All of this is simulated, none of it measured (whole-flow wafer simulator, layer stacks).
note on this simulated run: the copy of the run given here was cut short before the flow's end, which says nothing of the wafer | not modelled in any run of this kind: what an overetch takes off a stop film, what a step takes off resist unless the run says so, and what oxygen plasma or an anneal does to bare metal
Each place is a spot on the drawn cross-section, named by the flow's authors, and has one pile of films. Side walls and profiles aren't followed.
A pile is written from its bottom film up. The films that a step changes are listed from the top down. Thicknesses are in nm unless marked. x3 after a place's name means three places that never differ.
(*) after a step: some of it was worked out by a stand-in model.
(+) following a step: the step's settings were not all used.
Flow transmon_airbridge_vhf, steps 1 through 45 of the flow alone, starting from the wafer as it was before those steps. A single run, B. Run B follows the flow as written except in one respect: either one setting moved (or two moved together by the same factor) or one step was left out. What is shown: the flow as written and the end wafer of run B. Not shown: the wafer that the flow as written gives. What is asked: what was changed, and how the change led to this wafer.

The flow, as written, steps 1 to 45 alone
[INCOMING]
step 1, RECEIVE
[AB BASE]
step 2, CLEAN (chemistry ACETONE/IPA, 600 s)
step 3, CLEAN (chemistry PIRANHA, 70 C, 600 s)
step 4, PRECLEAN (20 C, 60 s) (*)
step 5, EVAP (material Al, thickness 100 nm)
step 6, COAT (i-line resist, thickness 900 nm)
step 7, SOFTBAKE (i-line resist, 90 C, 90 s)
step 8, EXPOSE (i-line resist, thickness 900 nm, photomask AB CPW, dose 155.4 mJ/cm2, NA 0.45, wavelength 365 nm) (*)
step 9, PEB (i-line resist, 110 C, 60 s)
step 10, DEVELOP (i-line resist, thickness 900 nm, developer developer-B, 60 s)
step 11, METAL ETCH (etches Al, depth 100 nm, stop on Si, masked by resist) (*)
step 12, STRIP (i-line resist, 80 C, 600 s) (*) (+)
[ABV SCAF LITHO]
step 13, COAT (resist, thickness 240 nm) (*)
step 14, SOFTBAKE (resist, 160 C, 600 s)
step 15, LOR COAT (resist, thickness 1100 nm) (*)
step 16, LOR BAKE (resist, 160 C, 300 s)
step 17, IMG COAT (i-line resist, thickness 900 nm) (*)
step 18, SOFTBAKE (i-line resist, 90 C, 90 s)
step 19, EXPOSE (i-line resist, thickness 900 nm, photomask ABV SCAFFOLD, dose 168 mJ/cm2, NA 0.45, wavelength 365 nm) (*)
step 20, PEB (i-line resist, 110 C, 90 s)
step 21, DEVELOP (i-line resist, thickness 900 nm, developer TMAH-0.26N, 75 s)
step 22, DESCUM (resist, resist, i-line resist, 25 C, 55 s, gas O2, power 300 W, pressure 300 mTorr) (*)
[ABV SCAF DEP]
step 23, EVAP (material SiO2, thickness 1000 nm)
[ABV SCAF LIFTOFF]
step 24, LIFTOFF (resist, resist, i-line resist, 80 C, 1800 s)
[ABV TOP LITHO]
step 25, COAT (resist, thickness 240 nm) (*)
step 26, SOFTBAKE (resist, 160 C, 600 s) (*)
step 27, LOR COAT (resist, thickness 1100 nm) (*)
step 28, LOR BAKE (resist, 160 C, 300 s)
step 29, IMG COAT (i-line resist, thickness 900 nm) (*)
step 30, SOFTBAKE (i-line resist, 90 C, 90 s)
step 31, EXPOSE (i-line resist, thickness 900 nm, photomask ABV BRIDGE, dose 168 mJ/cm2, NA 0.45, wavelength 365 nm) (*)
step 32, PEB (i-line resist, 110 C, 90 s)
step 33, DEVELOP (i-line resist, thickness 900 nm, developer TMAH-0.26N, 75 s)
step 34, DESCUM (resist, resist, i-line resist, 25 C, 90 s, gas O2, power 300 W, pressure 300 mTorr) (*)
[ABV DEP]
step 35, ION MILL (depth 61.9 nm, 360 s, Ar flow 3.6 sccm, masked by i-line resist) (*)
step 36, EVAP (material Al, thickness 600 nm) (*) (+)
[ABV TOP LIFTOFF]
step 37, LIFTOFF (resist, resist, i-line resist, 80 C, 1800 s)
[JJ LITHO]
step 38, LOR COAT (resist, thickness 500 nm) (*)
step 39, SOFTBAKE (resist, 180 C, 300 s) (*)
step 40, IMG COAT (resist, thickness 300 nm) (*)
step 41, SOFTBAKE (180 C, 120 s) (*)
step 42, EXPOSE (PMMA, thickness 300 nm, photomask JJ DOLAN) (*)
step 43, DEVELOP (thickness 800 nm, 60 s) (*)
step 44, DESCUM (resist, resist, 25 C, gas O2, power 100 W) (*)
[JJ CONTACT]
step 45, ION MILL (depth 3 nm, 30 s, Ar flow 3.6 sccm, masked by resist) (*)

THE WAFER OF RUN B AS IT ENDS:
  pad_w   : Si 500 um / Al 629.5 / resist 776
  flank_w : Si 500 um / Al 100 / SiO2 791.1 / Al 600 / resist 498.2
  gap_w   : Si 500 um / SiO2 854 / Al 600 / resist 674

The reason: step 23, EVAP: thickness 890 nm was run, whereas the flow has thickness 1000 nm.

The path from the change to this, step by step:
  step 23, EVAP (material SiO2, thickness 1000 nm)
      field x3, jj_line, ground_far and 10 more: SiO2 gains 890 (new film) (in the flow as written it would be: SiO2 gains 1000 (new film))
      flank_w, flank_e: SiO2 gains 827.1 (new film) (in the flow as written it would be: SiO2 gains 929.3 (new film))
  step 24, LIFTOFF (resist, resist, i-line resist, 80 C, 1800 s)
      field x3, jj_line, trace_open_s x2: SiO2 loses 890 (all of it), i-line resist loses 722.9 (all of it), resist loses 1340 (all of it) (in the flow as written it would be: SiO2 loses 1000 (all of it), i-line resist loses 722.9 (all of it), resist loses 1340 (all of it))
      pad_w, pad_e: SiO2 loses 890 (all of it), i-line resist loses 718 (all of it), resist loses 1330.2 (all of it) (in the flow as written it would be: SiO2 loses 1000 (all of it), i-line resist loses 718 (all of it), resist loses 1330.2 (all of it))
      (as well as at 1 more place)
  step 25, COAT (resist, thickness 240 nm) (*)
      flank_w, flank_e: resist gains 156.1 (new film) (in the flow as written it would be: resist gains 152.6 (new film))
      gap_w, gap_e: resist gains 215.5 (new film) (in the flow as written it would be: resist gains 210.7 (new film))
      (as well as at 3 more places)
  step 27, LOR COAT (resist, thickness 1100 nm) (*)
      margin_s, margin_n: resist gains 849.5 (in the flow as written it would be: resist gains 823.4)
      flank_w: resist gains 849.3 (in the flow as written it would be: resist gains 822.6)
      (as well as at 1 more place)
  step 29, IMG COAT (i-line resist, thickness 900 nm) (*)
      gap_w, gap_e: i-line resist gains 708 (new film) (in the flow as written it would be: i-line resist gains 681.7 (new film))
      margin_s, margin_n: i-line resist gains 638.1 (new film) (in the flow as written it would be: i-line resist gains 603.2 (new film))
      (as well as at 4 more places)
  step 32, PEB (i-line resist, 110 C, 90 s)
      flank_w, flank_e: i-line resist loses 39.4 (in the flow as written it would be: i-line resist loses 38.3)
      gap_w, gap_e: i-line resist loses 36.1 (in the flow as written it would be: i-line resist loses 34.7)
      (as well as at 4 more places)
  step 33, DEVELOP (i-line resist, thickness 900 nm, developer TMAH-0.26N, 75 s)
      gap_w, gap_e: i-line resist loses 671.8 (all of it), resist loses 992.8 (in the flow as written it would be: i-line resist loses 646.9 (all of it), resist loses 977.8)
      flank_w: i-line resist loses 731.2 (all of it), resist loses 849.3 (in the flow as written it would be: i-line resist loses 710.9 (all of it), resist loses 822.6)
      (as well as at 3 more places)
  step 34, DESCUM (resist, resist, i-line resist, 25 C, 90 s, gas O2, power 300 W, pressure 300 mTorr) (*)
      flank_w, flank_e: resist loses 156.1 (all of it) (in the flow as written it would be: resist loses 152.6 (all of it))
      gap_w, gap_e: resist loses 215.5 (all of it) (in the flow as written it would be: resist loses 210.7 (all of it))
      (as well as at 1 more place)
  step 37, LIFTOFF (resist, resist, i-line resist, 80 C, 1800 s)
      margin_s, margin_n: Al loses 600 (all of it), i-line resist loses 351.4 (all of it), resist loses 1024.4 (all of it) (in the flow as written it would be: Al loses 600 (all of it), i-line resist loses 318.3 (all of it), resist loses 992 (all of it))
  step 38, LOR COAT (resist, thickness 500 nm) (*)
      flank_w, flank_e: resist gains 314.4 (new film) (in the flow as written it would be: resist gains 306.5 (new film))
  step 40, IMG COAT (resist, thickness 300 nm) (*)
      margin_s, margin_n: resist gains 255.5 (in the flow as written it would be: resist gains 248.7)
      bridge_strip: resist gains 202.2 (in the flow as written it would be: resist gains 197.1)
